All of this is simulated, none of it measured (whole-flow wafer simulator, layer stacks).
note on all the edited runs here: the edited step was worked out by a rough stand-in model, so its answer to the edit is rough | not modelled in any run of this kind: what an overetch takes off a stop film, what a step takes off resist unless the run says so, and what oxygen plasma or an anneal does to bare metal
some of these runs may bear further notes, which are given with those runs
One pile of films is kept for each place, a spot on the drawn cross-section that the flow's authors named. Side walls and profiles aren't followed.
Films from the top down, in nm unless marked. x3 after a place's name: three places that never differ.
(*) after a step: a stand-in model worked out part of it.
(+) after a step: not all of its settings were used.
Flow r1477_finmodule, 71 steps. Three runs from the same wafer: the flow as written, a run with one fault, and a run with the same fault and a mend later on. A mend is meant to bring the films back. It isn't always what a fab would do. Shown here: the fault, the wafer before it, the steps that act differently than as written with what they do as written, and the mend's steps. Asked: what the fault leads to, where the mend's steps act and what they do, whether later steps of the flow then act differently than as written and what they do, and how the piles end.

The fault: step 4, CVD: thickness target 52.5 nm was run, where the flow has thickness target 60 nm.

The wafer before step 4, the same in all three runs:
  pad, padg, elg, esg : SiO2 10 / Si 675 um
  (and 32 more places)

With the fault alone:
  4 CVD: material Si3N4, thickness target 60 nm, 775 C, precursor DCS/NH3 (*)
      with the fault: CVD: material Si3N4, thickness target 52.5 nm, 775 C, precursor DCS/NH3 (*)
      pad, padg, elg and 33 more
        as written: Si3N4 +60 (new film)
        with the fault: Si3N4 +52.5 (new film)
  Later steps of the flow that act differently than as written (5 more steps differ only slightly, by at most 2% or 0.5 nm, whichever is larger, and aren't shown):
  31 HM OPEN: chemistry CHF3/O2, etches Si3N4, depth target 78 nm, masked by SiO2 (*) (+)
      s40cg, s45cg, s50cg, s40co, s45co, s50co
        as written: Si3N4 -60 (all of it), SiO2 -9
        with the fault: Si3N4 -52.5 (all of it), SiO2 -10 (all of it)
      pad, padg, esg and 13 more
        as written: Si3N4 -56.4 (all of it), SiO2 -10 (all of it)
        with the fault: Si3N4 -48.9 (all of it), SiO2 -10 (all of it)
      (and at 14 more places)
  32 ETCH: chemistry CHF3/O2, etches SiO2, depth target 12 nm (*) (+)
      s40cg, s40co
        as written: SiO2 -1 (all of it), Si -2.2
        with the fault: Si -2.09
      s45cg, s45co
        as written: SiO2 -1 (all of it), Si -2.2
        with the fault: Si -2.13
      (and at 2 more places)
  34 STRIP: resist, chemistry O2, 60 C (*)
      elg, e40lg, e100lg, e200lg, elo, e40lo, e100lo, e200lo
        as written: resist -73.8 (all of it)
        with the fault: resist -78.4 (all of it)
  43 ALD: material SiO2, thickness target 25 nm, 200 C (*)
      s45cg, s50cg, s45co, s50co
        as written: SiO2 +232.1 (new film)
        with the fault: SiO2 +226.9 (new film)
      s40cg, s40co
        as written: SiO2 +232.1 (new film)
        with the fault: SiO2 +226.8 (new film)
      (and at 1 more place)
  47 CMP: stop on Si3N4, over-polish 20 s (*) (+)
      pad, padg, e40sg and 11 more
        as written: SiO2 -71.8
        with the fault: SiO2 -79.3
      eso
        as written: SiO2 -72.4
        with the fault: SiO2 -79.9
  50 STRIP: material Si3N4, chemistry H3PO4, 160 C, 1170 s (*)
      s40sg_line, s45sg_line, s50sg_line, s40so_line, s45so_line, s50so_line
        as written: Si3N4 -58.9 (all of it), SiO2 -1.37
        with the fault: Si3N4 -51.4 (all of it), SiO2 -1.6
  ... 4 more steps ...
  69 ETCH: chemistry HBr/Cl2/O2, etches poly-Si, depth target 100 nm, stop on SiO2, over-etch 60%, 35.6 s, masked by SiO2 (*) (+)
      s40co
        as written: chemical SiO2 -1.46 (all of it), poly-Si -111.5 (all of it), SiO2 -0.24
        with the fault: chemical SiO2 -1.46 (all of it), poly-Si -121 (all of it), SiO2 -0.2
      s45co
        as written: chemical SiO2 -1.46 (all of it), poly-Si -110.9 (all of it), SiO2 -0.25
        with the fault: chemical SiO2 -1.46 (all of it), poly-Si -121 (all of it), SiO2 -0.2
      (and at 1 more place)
  At the end the piles differ from the flow's by more than 2% or 0.5 nm, whichever is larger, at pad, padg, elg and 27 more.
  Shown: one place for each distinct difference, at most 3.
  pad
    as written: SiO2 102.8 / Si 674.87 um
    with the fault: SiO2 95.3 / Si 674.87 um
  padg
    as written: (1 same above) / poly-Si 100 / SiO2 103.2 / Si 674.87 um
    with the fault: (1 same above) / poly-Si 100 / SiO2 95.7 / Si 674.87 um
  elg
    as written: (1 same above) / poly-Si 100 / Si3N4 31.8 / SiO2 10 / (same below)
    with the fault: (1 same above) / poly-Si 100 / Si3N4 24.3 / SiO2 10 / (same below)

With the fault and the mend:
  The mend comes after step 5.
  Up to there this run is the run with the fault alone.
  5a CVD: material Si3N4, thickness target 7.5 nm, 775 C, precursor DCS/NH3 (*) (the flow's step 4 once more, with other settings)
      pad, padg, elg and 33 more
        Si3N4 +7.5
  No later step of the flow acts differently than as written at any place that is followed.
  At the end the piles are the same as the flow's at every place that both follow.
